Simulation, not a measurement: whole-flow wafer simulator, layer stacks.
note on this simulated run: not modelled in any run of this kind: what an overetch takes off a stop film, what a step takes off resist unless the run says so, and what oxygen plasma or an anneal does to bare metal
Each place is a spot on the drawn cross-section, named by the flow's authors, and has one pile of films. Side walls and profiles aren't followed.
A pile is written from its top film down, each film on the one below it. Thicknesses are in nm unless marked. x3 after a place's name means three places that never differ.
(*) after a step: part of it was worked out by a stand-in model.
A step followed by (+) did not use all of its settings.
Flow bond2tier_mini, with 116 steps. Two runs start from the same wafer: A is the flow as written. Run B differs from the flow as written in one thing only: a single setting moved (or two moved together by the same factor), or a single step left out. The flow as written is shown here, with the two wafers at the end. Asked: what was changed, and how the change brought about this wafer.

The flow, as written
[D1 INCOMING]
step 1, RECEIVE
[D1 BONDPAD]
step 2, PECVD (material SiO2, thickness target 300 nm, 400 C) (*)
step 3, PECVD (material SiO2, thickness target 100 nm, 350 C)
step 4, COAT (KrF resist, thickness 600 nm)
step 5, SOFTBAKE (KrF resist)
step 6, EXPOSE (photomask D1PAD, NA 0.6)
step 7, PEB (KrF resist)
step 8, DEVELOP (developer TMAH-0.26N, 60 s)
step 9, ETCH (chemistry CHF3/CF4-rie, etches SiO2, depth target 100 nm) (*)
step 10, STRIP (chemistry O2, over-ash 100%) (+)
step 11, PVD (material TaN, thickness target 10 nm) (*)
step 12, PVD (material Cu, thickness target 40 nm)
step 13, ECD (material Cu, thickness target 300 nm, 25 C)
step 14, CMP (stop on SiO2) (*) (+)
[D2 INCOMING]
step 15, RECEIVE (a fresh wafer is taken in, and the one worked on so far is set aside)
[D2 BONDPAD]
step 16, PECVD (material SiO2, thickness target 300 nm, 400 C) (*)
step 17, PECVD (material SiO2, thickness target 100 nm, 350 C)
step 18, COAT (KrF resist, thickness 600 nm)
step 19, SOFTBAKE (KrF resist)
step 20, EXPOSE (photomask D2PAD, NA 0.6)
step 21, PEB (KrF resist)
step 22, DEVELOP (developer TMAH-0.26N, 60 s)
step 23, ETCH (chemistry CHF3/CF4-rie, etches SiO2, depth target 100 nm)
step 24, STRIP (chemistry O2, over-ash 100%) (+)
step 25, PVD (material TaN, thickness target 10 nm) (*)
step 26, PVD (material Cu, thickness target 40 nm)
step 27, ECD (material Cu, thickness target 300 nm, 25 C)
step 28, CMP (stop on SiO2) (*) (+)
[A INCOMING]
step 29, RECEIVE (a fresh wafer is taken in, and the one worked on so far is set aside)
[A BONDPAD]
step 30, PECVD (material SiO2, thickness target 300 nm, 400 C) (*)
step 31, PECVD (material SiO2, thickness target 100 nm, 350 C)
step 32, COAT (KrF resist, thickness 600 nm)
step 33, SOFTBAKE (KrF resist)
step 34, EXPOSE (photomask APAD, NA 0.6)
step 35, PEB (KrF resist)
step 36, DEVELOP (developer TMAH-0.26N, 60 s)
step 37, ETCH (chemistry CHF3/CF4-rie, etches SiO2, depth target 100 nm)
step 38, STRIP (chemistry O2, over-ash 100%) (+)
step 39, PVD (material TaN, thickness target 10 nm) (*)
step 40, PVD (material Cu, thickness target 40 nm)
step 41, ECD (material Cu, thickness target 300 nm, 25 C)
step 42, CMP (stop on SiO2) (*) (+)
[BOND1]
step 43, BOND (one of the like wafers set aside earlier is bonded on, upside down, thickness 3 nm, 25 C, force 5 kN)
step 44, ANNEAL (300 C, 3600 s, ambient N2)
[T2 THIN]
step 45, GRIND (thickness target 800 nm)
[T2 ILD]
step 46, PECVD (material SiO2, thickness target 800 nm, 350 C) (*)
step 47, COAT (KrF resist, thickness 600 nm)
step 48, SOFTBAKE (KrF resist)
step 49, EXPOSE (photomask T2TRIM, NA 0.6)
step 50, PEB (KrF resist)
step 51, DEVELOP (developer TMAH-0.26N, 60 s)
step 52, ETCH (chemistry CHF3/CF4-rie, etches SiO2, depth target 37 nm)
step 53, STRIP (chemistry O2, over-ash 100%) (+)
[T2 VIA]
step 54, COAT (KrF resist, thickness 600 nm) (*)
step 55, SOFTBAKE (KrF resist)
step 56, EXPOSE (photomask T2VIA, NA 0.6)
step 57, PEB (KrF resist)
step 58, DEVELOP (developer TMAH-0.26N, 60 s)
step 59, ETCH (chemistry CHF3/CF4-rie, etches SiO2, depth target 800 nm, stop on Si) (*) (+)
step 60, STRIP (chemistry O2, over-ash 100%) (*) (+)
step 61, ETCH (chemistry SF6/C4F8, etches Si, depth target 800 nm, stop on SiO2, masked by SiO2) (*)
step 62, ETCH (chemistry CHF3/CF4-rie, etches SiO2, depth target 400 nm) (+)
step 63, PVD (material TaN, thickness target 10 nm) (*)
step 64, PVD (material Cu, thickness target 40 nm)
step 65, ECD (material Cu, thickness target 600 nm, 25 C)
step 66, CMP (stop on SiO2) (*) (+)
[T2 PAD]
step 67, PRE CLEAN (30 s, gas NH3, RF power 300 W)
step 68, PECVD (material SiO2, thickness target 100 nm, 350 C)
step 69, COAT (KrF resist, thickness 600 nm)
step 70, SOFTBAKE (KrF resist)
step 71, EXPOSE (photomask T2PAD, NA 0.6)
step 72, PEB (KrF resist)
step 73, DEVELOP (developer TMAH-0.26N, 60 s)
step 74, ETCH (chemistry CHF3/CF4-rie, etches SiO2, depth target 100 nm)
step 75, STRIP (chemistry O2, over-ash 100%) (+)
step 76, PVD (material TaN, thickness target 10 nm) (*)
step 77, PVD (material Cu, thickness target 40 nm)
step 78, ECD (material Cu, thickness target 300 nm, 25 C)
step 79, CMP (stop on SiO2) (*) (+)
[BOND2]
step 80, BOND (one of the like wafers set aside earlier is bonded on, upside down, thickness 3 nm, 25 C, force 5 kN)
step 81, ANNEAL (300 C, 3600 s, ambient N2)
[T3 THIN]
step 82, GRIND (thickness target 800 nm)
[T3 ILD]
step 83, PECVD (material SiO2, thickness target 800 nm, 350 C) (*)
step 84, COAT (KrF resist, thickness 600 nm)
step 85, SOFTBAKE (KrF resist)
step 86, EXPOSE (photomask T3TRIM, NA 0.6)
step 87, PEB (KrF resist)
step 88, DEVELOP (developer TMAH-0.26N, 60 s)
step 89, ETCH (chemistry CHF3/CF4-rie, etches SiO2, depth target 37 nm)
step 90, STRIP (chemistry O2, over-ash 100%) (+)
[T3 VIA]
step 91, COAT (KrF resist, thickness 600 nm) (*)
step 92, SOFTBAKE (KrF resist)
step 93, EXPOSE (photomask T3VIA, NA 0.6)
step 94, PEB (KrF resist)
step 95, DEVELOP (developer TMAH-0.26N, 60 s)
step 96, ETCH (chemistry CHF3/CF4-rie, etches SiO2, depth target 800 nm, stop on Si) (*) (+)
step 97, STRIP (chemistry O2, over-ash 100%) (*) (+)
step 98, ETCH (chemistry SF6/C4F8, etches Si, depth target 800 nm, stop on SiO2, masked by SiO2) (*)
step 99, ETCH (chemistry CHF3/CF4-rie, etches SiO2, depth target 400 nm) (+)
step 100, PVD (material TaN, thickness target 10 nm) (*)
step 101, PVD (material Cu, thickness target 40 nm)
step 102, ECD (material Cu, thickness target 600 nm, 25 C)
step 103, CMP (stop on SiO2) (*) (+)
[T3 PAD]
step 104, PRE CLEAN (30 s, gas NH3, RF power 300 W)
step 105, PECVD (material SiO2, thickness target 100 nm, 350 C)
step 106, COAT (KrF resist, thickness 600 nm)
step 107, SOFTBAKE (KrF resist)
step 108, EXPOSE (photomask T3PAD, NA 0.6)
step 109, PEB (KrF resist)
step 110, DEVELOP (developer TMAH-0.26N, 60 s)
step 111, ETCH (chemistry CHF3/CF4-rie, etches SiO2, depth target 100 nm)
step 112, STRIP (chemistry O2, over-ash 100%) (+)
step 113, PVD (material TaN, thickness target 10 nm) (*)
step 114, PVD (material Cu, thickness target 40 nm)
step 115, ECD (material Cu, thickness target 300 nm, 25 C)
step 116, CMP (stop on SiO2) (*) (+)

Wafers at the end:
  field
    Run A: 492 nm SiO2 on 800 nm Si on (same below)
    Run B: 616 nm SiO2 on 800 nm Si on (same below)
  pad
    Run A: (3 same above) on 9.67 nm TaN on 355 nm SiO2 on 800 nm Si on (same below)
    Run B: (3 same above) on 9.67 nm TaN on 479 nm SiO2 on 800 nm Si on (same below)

What caused this: step 99, ETCH: depth target 276 nm was run, though the flow has depth target 400 nm.

How this came from the change, step by step:
  step 99, ETCH (chemistry CHF3/CF4-rie, etches SiO2, depth target 400 nm) (+)
      field, pad: A SiO2 loses 400 | B SiO2 loses 276
